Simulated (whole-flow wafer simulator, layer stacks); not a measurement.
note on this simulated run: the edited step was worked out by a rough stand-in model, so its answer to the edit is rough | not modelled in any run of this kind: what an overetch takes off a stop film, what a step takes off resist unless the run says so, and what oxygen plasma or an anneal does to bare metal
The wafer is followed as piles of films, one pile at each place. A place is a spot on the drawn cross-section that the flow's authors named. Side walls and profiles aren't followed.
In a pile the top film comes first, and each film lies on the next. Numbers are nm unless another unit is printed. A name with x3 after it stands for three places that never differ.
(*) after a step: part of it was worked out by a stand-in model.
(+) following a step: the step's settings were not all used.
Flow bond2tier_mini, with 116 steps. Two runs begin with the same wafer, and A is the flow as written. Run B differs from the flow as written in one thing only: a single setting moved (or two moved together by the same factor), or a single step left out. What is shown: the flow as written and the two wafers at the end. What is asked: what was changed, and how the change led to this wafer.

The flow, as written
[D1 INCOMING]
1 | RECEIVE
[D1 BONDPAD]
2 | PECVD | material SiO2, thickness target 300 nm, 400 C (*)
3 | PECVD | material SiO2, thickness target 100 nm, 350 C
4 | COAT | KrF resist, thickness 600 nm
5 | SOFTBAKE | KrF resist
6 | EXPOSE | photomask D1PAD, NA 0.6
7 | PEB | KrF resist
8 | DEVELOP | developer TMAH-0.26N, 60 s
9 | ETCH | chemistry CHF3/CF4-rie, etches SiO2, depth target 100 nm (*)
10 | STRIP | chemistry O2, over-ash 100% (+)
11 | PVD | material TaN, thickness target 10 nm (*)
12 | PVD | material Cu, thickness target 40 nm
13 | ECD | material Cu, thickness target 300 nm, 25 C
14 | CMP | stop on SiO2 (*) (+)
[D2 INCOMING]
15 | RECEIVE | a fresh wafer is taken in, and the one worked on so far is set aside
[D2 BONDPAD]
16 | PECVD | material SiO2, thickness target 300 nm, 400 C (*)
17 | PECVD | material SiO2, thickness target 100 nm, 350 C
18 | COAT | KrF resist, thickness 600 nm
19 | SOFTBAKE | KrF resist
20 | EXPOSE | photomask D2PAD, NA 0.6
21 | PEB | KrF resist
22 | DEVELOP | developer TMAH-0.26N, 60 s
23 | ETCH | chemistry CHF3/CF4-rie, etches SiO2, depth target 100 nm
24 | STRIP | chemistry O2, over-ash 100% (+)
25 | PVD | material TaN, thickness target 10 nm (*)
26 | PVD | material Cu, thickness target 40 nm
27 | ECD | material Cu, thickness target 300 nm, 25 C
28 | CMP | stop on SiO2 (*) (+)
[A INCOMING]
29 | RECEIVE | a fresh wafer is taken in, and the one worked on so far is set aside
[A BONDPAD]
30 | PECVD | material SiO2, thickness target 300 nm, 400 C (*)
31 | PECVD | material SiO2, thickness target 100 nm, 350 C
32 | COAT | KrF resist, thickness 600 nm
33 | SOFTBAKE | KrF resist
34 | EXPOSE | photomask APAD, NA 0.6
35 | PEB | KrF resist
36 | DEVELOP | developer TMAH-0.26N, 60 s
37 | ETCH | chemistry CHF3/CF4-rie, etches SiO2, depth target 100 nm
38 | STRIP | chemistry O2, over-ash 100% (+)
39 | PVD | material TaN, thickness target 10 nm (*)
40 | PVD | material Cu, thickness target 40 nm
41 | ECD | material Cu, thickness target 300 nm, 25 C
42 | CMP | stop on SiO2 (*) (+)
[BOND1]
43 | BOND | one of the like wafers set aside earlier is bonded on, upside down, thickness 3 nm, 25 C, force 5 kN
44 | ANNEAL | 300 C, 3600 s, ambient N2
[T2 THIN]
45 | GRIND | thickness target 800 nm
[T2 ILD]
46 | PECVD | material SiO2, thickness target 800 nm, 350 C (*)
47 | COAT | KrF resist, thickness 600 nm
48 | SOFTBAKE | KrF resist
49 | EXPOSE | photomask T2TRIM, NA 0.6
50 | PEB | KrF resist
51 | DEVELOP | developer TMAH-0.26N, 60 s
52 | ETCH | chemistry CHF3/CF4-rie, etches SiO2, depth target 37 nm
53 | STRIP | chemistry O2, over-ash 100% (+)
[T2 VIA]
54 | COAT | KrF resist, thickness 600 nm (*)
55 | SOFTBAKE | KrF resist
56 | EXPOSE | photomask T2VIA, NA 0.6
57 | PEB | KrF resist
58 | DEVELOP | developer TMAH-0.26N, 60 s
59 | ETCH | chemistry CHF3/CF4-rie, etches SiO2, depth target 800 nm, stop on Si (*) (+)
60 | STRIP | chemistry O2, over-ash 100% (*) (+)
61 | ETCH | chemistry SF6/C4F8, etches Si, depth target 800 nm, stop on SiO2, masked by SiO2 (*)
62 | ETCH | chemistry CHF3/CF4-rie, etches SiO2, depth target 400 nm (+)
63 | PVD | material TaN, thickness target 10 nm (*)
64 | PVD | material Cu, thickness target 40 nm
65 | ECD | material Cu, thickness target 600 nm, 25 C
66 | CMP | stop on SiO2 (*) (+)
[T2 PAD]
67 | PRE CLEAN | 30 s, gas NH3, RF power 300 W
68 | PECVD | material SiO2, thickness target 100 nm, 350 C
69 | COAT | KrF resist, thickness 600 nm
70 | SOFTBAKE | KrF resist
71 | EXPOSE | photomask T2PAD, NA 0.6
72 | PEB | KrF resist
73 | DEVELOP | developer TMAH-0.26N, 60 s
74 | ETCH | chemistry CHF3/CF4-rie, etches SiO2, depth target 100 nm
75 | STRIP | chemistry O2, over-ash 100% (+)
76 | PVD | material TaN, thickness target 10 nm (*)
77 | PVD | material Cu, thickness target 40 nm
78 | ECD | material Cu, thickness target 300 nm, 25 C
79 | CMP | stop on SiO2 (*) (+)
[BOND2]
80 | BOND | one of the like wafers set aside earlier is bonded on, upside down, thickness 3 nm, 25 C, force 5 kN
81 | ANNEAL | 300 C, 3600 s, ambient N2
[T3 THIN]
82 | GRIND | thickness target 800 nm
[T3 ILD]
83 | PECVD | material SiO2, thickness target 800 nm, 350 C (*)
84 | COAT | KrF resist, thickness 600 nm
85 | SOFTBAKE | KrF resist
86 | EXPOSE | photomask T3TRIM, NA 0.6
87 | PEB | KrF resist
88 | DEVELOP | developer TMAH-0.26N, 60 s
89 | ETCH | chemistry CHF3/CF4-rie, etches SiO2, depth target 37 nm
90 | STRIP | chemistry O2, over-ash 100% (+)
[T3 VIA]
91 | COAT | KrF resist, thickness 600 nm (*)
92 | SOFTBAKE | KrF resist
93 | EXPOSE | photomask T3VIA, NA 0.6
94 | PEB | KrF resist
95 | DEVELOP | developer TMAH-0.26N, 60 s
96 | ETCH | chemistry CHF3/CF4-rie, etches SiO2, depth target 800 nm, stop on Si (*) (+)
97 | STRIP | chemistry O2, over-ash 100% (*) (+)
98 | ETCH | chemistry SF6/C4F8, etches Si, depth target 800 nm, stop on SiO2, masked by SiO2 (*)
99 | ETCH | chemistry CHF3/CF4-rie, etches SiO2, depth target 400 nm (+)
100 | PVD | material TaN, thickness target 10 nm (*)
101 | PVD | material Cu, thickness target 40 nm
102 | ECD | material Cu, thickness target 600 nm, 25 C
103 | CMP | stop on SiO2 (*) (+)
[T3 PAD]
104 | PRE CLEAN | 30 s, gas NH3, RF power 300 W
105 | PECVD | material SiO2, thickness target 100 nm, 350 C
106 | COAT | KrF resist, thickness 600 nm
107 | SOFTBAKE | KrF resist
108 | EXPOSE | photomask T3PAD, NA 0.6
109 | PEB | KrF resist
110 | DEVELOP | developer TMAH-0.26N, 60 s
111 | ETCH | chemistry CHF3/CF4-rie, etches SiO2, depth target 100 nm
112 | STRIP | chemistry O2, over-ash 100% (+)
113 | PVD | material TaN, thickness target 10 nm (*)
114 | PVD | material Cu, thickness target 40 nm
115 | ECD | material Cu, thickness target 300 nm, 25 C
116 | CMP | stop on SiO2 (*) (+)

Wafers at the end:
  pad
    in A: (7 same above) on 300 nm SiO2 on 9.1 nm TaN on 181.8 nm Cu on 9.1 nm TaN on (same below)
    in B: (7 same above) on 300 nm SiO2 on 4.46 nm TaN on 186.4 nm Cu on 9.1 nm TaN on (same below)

The reason: step 25, PVD: thickness target 4.9 nm was run, whereas the flow has thickness target 10 nm.

Step by step, how the change led to this:
  25 | PVD | material TaN, thickness target 10 nm (*)
      field: A +10 TaN (new film) | B +4.9 TaN (new film)
      pad: A +9.1 TaN (new film) | B +4.46 TaN (new film)
      (and at 1 other place as well)
  28 | CMP | stop on SiO2 (*) (+)
      field: A -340 Cu (all of it), -10 TaN (all of it) | B -340 Cu (all of it), -4.9 TaN (all of it)
  80 | BOND | one of the like wafers set aside earlier is bonded on, upside down, thickness 3 nm, 25 C, force 5 kN
      pad: A +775 um Si (new film), +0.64 chemical SiO2 (new film), +300 SiO2 (new film), +9.1 TaN (new film), +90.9 Cu | B +775 um Si (new film), +0.64 chemical SiO2 (new film), +300 SiO2 (new film), +4.46 TaN (new film), +95.5 Cu
